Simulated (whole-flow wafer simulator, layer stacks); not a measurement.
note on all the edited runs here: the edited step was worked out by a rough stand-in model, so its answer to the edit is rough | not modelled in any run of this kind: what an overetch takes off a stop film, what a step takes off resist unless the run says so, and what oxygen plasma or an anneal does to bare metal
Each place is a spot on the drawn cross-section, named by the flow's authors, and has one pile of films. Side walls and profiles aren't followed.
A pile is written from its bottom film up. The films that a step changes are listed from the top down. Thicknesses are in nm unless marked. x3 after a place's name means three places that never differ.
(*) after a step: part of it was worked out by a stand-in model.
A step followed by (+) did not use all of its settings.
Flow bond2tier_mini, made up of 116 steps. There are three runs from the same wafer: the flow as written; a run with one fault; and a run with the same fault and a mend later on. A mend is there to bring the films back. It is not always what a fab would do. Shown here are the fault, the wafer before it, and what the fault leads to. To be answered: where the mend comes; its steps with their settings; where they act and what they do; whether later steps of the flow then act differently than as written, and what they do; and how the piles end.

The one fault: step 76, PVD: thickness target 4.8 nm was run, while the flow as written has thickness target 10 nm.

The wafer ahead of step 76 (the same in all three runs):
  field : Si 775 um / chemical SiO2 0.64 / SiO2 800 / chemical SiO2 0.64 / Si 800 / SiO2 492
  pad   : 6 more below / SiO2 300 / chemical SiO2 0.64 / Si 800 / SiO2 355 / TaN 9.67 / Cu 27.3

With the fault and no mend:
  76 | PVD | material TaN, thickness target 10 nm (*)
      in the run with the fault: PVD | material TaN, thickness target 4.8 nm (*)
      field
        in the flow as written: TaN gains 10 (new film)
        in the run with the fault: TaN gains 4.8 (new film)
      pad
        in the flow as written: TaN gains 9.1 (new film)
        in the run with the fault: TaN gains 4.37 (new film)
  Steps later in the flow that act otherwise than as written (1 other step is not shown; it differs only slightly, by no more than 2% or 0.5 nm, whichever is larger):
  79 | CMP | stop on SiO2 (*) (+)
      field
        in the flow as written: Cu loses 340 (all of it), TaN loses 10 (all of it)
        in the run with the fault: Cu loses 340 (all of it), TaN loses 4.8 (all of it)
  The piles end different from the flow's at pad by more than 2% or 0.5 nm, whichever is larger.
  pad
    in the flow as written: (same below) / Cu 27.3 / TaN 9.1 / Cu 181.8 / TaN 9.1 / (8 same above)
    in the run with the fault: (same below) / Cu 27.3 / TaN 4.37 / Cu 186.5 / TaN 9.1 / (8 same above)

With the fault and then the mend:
  The mend stands after step 76.
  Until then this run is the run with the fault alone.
  76a | PVD | material TaN, thickness target 5.2 nm (*) (the flow's step 76, run once more with other settings)
      field
        TaN gains 5.2
      pad
        TaN gains 4.73
  Later steps of the flow that are run all act as written at every place that is followed.
  By the end, the piles equal the flow's at every place that both follow.
